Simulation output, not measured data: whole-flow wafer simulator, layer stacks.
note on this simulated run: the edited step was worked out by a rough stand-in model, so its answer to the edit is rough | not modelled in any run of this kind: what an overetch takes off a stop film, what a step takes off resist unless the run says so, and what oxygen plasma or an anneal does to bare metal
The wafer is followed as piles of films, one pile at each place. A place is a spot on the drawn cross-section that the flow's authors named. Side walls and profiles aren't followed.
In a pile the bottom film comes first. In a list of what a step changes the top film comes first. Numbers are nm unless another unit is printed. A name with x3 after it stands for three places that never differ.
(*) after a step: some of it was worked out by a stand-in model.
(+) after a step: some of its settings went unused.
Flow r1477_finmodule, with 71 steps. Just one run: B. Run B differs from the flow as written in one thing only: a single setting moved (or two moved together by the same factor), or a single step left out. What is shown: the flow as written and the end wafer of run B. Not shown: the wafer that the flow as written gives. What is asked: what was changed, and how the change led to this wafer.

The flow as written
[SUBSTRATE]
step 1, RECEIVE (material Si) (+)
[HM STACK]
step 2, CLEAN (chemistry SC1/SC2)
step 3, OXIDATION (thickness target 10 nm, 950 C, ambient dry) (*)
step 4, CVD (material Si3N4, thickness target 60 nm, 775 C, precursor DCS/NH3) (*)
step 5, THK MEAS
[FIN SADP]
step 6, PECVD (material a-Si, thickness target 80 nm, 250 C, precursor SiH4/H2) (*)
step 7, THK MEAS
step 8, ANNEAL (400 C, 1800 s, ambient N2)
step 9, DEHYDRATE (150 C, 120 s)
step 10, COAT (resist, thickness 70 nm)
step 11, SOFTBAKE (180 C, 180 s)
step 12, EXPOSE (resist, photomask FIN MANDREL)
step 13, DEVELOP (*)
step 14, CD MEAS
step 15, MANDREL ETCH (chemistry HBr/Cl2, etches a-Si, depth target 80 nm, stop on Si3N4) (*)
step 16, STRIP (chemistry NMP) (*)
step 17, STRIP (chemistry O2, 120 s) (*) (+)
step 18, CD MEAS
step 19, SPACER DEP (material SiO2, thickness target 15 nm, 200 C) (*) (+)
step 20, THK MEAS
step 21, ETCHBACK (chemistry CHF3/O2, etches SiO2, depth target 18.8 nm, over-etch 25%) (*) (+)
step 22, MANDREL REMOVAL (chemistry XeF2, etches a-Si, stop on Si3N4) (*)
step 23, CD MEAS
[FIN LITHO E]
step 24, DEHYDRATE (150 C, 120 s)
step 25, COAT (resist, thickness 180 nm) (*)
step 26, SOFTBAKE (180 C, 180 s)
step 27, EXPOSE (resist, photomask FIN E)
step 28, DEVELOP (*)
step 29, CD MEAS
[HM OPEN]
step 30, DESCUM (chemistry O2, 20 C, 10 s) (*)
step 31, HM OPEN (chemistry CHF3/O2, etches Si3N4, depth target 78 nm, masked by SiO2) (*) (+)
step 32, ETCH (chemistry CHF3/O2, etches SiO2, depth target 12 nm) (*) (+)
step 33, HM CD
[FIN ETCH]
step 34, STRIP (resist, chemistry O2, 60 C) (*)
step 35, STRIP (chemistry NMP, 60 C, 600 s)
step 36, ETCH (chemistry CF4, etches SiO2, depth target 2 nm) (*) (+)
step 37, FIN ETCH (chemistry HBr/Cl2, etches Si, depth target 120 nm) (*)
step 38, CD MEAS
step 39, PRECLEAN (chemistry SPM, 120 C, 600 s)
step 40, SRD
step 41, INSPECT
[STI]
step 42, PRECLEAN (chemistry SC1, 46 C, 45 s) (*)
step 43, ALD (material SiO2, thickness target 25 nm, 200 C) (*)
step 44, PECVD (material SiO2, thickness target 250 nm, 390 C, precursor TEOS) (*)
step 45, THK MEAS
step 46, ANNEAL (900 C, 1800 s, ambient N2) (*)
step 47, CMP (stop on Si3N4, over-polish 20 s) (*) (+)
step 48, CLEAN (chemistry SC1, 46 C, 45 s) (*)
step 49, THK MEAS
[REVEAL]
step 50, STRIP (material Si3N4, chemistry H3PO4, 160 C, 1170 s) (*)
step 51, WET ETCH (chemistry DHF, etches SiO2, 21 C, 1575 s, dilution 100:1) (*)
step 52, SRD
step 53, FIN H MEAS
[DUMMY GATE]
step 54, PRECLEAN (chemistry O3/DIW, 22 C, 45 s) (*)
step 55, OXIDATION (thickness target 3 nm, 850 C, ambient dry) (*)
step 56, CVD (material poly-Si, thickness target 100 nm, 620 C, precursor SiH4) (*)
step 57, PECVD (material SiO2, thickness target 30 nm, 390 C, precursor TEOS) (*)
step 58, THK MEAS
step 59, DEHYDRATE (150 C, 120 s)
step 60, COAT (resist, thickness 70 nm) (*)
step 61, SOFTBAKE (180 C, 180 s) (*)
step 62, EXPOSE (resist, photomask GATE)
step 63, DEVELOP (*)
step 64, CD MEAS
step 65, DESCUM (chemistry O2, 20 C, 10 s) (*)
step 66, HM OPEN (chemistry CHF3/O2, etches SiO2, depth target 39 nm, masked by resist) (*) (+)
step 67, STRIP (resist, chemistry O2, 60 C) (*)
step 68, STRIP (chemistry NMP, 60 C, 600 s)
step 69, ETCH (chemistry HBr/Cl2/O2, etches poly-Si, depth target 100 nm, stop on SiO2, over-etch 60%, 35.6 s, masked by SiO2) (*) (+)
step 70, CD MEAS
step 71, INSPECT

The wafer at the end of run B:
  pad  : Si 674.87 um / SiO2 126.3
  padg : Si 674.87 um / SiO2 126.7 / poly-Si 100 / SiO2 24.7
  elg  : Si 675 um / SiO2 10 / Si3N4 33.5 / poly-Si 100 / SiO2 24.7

What caused this: step 51, WET ETCH: 1142 s was run, while the flow as written has 1575 s.

Step by step, how the change led to this:
  step 51, WET ETCH (chemistry DHF, etches SiO2, 21 C, 1575 s, dilution 100:1) (*)
      pad, padg, e40sg and 12 more: -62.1 SiO2 (it would be, as written: -85.7 SiO2)
      elg, e40lg, e100lg, e200lg, elo, e40lo, e100lo, e200lo: -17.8 SiO2 (all of it), -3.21 Si3N4 (it would be, as written: -17.8 SiO2 (all of it), -4.97 Si3N4)
      (and at 7 other places as well)
  step 56, CVD (material poly-Si, thickness target 100 nm, 620 C, precursor SiH4) (*)
      s40cg, s40co: +100 poly-Si (new film) (it would be, as written: +113.9 poly-Si (new film))
      s45cg, s45co: +100 poly-Si (new film) (it would be, as written: +113.4 poly-Si (new film))
      (and at 3 other places as well)
  step 60, COAT (resist, thickness 70 nm) (*)
      e40sg, eso, e40so: +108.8 resist (new film) (it would be, as written: +129.5 resist (new film))
      e100sg, e100so: +108.8 resist (new film) (it would be, as written: +129.4 resist (new film))
      (and at 20 other places as well)
  step 63, DEVELOP (*)
      eso, e40so: -108.8 resist (all of it) (it would be, as written: -129.5 resist (all of it))
      e100so: -108.8 resist (all of it) (it would be, as written: -129.4 resist (all of it))
      (and at 10 other places as well)
  step 67, STRIP (resist, chemistry O2, 60 C) (*)
      e100lg, e200lg: -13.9 resist (all of it) (it would be, as written: -12.8 resist (all of it))
      e40lg: -13.8 resist (all of it) (it would be, as written: -12.8 resist (all of it))
      (and at 12 other places as well)
  step 69, ETCH (chemistry HBr/Cl2/O2, etches poly-Si, depth target 100 nm, stop on SiO2, over-etch 60%, 35.6 s, masked by SiO2) (*) (+)
      s40co: -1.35 chemical SiO2 (all of it), -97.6 poly-Si (all of it), -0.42 SiO2 (it would be, as written: -1.46 chemical SiO2 (all of it), -111.5 poly-Si (all of it), -0.24 SiO2)
      s45co: -1.35 chemical SiO2 (all of it), -97.6 poly-Si (all of it), -0.42 SiO2 (it would be, as written: -1.46 chemical SiO2 (all of it), -110.9 poly-Si (all of it), -0.25 SiO2)
      (and at 1 other place as well)
